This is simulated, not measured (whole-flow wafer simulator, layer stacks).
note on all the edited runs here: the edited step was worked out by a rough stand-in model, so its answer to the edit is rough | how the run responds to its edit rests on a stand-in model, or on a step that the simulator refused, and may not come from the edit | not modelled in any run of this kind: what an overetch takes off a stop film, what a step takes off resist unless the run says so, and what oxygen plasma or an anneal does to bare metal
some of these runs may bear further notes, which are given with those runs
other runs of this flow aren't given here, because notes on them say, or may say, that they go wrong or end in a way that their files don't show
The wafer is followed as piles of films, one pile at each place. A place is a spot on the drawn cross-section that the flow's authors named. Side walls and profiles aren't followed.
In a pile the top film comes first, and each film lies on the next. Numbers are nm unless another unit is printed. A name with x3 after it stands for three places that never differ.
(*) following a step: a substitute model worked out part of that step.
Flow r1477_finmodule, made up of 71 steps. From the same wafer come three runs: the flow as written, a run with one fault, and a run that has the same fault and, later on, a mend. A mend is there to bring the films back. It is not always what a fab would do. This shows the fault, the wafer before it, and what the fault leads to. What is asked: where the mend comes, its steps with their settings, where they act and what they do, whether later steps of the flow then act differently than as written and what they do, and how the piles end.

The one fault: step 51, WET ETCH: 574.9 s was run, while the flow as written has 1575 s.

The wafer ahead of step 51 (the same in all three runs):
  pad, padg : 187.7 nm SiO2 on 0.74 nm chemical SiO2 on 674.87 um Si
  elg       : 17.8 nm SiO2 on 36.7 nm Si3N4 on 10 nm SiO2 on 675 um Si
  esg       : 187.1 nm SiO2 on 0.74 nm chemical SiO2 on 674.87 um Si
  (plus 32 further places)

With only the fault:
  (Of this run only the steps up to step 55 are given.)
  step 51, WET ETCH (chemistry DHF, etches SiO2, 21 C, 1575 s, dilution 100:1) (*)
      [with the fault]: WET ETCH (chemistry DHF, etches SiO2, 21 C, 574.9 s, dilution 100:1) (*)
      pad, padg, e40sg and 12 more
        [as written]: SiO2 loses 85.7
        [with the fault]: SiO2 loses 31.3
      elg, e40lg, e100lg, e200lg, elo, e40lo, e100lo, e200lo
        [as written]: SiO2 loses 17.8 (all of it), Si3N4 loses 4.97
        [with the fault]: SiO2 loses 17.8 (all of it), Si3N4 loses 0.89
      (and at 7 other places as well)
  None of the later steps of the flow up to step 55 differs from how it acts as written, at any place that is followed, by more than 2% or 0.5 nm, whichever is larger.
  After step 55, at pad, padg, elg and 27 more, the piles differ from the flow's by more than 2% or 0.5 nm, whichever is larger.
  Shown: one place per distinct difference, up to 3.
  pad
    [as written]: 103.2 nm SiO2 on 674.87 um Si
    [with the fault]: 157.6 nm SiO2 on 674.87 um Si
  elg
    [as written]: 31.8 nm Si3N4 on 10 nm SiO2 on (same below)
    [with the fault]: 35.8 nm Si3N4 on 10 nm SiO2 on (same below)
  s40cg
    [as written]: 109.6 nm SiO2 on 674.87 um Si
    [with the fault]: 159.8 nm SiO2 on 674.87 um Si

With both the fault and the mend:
  The mend follows step 51.
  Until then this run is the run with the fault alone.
  step 51a, WET ETCH (chemistry DHF, etches SiO2, 21 C, 1000 s, dilution 100:1) (*) (a further turn of the flow's step 51, with different settings)
      pad, padg, e40sg and 12 more
        SiO2 loses 54.4
      elg, e40lg, e100lg, e200lg, elo, e40lo, e100lo, e200lo
        Si3N4 loses 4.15
      esg, s40cg, s45cg, s50cg, s40co, s45co, s50co
        SiO2 loses 50.2
  None of the later steps of the flow differs from how it acts as written, at any place that is followed, by more than 2% or 0.5 nm, whichever is larger.
  At the end the piles are close to the flow's at the places that both follow, differing by at most 2% or 0.5 nm, whichever is larger.
